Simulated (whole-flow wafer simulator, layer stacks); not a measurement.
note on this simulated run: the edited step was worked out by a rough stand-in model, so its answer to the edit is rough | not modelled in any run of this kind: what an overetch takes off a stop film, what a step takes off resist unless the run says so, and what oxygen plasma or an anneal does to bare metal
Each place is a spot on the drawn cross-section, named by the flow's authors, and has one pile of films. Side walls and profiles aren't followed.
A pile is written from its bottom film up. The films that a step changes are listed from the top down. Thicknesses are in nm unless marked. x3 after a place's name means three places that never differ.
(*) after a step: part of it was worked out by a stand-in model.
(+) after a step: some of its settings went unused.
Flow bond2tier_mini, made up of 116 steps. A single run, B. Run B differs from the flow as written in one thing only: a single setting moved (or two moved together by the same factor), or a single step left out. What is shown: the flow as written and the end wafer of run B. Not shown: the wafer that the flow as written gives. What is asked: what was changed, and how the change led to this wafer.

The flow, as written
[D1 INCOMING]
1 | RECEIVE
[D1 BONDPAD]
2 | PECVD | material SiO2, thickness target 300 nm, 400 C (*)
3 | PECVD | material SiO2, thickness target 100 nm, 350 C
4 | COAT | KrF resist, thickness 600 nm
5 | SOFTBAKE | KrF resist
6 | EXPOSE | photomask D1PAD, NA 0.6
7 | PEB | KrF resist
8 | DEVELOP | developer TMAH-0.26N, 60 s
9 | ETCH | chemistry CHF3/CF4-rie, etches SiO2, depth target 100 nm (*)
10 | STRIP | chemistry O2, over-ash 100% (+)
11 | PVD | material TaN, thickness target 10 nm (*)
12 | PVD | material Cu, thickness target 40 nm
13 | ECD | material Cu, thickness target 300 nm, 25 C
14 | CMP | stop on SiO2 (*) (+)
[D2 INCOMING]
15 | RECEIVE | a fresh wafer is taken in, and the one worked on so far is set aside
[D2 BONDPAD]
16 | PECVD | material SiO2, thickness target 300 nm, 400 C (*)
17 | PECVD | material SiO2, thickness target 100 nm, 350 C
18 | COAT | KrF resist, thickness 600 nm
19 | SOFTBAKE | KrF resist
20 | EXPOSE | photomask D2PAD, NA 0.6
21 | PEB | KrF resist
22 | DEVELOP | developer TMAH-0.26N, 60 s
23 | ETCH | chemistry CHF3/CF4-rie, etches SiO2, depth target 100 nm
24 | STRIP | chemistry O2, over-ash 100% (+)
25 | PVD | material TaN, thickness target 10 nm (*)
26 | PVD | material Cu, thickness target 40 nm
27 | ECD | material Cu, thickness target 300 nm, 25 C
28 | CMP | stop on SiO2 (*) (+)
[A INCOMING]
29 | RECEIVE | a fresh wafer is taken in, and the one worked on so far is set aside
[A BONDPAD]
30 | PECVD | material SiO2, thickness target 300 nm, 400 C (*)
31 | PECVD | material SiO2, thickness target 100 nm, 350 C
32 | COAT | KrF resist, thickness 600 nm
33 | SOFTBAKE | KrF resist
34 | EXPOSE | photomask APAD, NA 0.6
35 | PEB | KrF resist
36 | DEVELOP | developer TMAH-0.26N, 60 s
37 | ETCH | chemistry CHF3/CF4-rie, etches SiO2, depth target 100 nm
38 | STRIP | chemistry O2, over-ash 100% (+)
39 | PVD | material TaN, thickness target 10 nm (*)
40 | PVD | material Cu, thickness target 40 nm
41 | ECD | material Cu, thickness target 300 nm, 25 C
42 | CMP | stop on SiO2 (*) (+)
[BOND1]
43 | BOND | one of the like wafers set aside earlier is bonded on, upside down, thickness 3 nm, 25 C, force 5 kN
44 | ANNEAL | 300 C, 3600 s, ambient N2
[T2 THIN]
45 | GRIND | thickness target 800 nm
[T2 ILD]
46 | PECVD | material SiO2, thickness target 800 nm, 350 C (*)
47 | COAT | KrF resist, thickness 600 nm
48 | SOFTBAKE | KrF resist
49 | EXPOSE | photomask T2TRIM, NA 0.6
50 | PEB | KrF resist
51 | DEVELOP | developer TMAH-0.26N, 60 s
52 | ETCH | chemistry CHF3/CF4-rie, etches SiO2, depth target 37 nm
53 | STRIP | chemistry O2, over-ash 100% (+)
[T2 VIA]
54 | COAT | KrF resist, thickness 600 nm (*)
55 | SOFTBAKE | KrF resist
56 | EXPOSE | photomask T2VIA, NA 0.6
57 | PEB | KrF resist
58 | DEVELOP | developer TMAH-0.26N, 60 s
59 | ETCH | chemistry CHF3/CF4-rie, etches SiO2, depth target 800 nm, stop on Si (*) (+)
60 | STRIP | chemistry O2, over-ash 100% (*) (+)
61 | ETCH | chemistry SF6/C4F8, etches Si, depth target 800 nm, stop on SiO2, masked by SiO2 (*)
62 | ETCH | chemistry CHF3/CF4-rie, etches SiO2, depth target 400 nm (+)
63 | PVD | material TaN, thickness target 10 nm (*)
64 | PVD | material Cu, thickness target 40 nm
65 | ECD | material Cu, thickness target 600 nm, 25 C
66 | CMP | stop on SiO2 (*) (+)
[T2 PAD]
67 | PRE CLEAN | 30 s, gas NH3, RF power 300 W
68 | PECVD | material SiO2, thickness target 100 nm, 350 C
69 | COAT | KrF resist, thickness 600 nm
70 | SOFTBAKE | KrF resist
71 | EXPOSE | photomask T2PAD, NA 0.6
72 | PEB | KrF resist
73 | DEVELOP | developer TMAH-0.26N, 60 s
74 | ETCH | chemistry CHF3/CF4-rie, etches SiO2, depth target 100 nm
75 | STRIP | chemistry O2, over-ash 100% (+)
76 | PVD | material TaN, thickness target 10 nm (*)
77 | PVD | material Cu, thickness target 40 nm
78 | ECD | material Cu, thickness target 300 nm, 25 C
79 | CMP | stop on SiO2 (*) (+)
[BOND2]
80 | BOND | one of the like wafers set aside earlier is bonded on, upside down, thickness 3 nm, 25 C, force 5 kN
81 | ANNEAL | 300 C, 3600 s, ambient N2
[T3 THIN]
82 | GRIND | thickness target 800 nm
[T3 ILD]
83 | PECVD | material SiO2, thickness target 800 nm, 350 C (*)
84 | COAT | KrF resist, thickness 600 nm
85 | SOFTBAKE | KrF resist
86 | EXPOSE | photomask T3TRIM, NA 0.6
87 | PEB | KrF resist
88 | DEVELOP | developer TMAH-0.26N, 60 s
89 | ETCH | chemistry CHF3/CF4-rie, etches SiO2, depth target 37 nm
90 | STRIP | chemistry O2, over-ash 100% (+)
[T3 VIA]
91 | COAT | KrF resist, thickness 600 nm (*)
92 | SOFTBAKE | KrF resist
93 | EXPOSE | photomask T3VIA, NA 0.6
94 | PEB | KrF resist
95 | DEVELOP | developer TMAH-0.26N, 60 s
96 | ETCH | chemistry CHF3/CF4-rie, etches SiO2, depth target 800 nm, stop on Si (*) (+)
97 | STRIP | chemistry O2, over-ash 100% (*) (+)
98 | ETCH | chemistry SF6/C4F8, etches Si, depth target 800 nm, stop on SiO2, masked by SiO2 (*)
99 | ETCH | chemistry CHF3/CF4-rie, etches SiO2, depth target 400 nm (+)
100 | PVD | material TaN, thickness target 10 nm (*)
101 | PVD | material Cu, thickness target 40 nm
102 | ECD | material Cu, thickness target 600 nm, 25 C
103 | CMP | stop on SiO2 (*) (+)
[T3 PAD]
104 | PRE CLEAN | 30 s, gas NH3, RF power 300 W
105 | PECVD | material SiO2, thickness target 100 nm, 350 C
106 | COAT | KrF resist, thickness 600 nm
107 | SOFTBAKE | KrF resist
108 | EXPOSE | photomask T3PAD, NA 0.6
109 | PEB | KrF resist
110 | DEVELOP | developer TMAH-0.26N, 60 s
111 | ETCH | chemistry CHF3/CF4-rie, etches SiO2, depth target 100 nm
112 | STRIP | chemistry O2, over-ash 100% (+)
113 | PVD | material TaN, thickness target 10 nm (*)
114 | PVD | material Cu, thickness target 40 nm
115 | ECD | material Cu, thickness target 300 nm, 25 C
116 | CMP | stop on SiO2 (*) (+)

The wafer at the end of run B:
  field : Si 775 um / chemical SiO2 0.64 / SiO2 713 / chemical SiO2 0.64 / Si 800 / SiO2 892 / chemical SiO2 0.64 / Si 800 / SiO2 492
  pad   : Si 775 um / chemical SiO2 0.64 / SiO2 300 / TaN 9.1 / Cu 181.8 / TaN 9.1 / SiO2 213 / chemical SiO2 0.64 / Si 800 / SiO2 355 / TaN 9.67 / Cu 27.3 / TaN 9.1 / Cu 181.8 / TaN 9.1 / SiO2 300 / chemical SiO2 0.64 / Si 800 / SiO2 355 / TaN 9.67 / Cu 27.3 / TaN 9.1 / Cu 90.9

What caused this: step 2, PECVD: thickness target 213 nm was run, whereas the flow has thickness target 300 nm.
The wafer itself shows it: pad has SiO2 213, and step 2 as written asks for 300 nm.

Step by step, how the change led to this:
  2 | PECVD | material SiO2, thickness target 300 nm, 400 C (*)
      field, pad, via: SiO2 gains 213 (new film) (in the flow as written it would be: SiO2 gains 300 (new film))
  43 | BOND | one of the like wafers set aside earlier is bonded on, upside down, thickness 3 nm, 25 C, force 5 kN
      field: Si gains 775 um (new film), chemical SiO2 gains 0.64 (new film), SiO2 gains 313 (in the flow as written it would be: Si gains 775 um (new film), chemical SiO2 gains 0.64 (new film), SiO2 gains 400)
      pad: Si gains 775 um (new film), chemical SiO2 gains 0.64 (new film), SiO2 gains 213 (new film), TaN gains 9.1 (new film), Cu gains 90.9 (in the flow as written it would be: Si gains 775 um (new film), chemical SiO2 gains 0.64 (new film), SiO2 gains 300 (new film), TaN gains 9.1 (new film), Cu gains 90.9)
      (and at 1 other place as well)
